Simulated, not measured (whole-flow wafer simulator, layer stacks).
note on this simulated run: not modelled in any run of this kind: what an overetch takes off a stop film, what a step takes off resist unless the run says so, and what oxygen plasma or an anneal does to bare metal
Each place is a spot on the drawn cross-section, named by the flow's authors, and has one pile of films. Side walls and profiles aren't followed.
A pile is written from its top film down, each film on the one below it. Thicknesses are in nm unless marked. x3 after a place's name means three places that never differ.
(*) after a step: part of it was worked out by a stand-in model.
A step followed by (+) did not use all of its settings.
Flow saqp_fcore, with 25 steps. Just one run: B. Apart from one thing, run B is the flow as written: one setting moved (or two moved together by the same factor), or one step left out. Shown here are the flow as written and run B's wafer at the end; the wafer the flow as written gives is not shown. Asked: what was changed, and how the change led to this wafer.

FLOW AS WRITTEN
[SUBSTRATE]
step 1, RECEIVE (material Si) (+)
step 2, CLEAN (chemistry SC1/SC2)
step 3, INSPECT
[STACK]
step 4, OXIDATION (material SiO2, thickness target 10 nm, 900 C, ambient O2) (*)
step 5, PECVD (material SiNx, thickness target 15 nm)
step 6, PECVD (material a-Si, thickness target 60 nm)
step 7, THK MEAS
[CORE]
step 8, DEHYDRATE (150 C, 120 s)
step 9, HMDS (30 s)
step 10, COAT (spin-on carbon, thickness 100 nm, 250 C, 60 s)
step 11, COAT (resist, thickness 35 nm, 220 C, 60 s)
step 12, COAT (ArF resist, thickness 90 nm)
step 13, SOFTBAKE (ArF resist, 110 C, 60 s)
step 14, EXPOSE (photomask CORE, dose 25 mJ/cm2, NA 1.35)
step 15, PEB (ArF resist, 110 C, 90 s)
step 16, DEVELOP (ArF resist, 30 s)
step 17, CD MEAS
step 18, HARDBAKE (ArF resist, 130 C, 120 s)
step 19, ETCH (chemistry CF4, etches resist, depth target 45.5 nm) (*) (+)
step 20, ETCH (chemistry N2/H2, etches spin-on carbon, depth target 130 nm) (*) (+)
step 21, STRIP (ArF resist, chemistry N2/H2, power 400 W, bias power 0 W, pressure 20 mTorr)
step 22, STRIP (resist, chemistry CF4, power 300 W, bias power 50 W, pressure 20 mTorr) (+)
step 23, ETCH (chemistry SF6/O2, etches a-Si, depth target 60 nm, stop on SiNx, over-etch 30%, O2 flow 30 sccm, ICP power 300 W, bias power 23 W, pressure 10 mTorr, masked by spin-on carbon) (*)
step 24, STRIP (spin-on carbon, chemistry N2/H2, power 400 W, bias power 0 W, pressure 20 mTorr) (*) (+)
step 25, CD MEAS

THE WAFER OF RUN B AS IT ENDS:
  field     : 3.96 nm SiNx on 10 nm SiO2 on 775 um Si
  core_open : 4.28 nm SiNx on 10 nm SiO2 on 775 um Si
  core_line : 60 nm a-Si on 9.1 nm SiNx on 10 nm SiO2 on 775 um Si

What caused this: step 5, PECVD: thickness target 9.1 nm was run, whereas the flow has thickness target 15 nm.
The wafer lets one read it off: core_line has SiNx 9.1, and step 5 as written asks for 15 nm.

Step by step, how the change led to this:
  step 5, PECVD (material SiNx, thickness target 15 nm)
      field, core_open, core_line: SiNx gains 9.1 (new film) (as written it would have been: SiNx gains 15 (new film))
